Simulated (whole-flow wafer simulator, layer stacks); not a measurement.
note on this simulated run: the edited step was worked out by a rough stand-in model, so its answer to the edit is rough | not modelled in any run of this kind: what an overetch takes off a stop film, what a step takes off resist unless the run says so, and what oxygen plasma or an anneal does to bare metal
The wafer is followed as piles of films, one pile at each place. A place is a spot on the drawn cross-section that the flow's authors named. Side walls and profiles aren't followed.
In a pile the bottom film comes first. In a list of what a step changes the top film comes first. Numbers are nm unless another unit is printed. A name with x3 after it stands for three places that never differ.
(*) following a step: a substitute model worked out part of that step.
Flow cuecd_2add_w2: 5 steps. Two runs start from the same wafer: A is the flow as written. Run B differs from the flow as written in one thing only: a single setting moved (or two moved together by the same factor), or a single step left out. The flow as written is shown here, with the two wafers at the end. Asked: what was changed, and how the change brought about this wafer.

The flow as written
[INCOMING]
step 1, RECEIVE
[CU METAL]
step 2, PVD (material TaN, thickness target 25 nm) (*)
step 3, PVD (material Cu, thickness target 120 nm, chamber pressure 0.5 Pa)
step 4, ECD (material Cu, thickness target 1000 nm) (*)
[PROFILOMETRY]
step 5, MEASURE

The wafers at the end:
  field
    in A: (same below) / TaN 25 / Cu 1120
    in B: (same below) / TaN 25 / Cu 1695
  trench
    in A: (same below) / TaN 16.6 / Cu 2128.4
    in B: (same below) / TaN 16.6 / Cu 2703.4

Cause: step 4, ECD: thickness target 1575 nm was run, whereas the flow has thickness target 1000 nm.

The path from the change to this, step by step:
  step 4, ECD (material Cu, thickness target 1000 nm) (*)
      field: A Cu gains 1000 | B Cu gains 1575
      trench: A Cu gains 2047.6 | B Cu gains 2622.6
